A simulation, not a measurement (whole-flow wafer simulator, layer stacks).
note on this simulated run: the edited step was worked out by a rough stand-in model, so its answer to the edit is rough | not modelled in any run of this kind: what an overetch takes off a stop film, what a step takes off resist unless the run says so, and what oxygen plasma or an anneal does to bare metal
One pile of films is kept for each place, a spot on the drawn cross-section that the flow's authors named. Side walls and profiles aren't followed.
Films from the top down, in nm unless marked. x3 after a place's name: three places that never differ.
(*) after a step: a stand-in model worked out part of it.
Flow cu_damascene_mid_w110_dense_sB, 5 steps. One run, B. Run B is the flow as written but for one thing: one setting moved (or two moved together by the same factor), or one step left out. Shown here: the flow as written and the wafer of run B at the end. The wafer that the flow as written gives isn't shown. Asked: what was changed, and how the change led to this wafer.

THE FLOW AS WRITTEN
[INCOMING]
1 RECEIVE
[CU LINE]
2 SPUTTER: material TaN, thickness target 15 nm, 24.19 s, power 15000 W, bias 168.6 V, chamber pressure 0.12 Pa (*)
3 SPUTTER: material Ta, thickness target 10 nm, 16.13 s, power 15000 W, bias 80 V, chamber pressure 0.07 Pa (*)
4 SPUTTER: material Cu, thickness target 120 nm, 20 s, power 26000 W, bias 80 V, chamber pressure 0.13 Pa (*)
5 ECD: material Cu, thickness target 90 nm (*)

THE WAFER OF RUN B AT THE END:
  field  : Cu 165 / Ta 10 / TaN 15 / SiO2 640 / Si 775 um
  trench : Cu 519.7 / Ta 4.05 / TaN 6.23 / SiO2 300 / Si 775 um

The cause: step 4, SPUTTER: thickness target 75 nm was run, where the flow has thickness target 120 nm; step 4, SPUTTER: 12.5 s was run, where the flow has 20 s.

How the change led to this, step by step:
  4 SPUTTER: material Cu, thickness target 120 nm, 20 s, power 26000 W, bias 80 V, chamber pressure 0.13 Pa (*)
      field: Cu +75 (new film) (as written it would be: Cu +120 (new film))
      trench: Cu +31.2 (new film) (as written it would be: Cu +49.9 (new film))
  5 ECD: material Cu, thickness target 90 nm (*)
      trench: Cu +488.5 (as written it would be: Cu +514.8)
